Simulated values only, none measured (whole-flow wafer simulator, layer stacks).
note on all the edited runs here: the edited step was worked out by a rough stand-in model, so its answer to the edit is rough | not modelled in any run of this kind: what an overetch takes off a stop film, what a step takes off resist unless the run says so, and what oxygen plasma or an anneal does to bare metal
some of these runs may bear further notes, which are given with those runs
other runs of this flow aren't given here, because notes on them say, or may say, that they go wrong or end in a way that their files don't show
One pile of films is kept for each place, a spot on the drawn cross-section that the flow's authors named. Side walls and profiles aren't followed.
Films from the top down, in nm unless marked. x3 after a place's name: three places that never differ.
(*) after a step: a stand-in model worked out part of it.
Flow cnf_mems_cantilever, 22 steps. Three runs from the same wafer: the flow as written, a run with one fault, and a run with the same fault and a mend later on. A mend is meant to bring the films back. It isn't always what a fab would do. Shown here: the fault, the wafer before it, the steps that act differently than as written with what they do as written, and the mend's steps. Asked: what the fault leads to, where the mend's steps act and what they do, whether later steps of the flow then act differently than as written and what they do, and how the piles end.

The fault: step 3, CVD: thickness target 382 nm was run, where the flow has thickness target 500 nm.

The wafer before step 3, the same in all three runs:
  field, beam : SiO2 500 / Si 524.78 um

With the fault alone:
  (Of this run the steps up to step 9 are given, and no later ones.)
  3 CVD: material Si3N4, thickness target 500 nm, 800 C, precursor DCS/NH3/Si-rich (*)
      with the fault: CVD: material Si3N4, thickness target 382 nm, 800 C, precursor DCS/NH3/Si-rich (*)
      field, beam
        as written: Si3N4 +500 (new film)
        with the fault: Si3N4 +382 (new film)
  No later step of the flow up to step 9 acts differently than as written at any place that is followed.
  After step 9 the piles differ from the flow's by more than 2% or 0.5 nm, whichever is larger, at field, beam.
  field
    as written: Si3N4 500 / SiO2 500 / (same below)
    with the fault: Si3N4 382 / SiO2 500 / (same below)
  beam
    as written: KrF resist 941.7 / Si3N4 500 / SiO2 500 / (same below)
    with the fault: KrF resist 941.7 / Si3N4 382 / SiO2 500 / (same below)

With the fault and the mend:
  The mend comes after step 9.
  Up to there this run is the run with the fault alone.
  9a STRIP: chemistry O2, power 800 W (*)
      beam
        KrF resist -941.7 (all of it)
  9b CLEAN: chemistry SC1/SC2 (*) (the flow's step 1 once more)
      changes no film at any place that is followed
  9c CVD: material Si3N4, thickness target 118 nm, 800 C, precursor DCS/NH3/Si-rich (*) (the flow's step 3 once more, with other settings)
      field, beam
        Si3N4 +118
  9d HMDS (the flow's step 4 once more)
      changes no film at any place that is followed
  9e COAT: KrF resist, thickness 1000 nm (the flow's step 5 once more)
      field, beam
        KrF resist +1000 (new film)
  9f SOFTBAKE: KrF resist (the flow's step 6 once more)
      changes no film at any place that is followed
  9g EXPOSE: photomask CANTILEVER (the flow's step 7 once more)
      changes no film at any place that is followed
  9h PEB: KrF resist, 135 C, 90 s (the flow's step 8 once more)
      field, beam
        KrF resist -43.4
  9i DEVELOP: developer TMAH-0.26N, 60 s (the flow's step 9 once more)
      field
        KrF resist -956.6 (all of it)
      beam
        KrF resist -14.9
  No later step of the flow acts differently than as written at any place that is followed.
  At the end the piles are the same as the flow's at every place that both follow.
